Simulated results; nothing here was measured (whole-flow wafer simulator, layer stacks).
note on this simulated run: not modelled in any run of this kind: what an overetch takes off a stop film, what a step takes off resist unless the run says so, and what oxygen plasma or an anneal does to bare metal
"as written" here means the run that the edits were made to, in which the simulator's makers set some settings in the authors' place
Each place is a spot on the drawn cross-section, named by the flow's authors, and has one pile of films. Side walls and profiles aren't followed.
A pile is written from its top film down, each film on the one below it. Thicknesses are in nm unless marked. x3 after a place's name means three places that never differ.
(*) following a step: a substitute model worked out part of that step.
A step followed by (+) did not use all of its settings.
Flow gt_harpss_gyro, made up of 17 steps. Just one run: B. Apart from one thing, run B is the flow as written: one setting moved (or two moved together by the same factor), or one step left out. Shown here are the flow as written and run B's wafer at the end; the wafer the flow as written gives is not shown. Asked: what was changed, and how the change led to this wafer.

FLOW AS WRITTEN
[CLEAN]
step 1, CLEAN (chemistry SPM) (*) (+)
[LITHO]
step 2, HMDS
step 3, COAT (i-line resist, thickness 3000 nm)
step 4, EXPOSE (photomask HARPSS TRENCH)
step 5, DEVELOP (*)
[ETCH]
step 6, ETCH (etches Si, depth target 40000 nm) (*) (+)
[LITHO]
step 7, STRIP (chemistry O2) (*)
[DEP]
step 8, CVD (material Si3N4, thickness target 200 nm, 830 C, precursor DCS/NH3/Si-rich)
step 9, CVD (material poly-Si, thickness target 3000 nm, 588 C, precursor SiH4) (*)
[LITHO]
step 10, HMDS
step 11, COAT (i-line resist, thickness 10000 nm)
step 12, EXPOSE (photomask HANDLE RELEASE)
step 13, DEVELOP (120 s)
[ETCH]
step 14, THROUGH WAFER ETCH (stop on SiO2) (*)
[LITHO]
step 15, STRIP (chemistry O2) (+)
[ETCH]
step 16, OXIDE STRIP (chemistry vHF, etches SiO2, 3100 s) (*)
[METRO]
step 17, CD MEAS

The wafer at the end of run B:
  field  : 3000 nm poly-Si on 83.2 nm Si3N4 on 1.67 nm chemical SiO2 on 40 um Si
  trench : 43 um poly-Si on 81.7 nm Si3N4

The reason: step 8, CVD: thickness target 83.2 nm was run, though the flow has thickness target 200 nm.
The wafer itself shows it: field has Si3N4 83.2, and step 8 as written asks for 200 nm.

The path from the change to this, step by step:
  step 8, CVD (material Si3N4, thickness target 200 nm, 830 C, precursor DCS/NH3/Si-rich)
      field: +83.2 Si3N4 (new film) (in the flow as written it would be: +200 Si3N4 (new film))
      trench: +81.7 Si3N4 (new film) (in the flow as written it would be: +195.9 Si3N4 (new film))
  step 9, CVD (material poly-Si, thickness target 3000 nm, 588 C, precursor SiH4) (*)
      trench: +43 um poly-Si (new film) (in the flow as written it would be: +43.01 um poly-Si (new film))
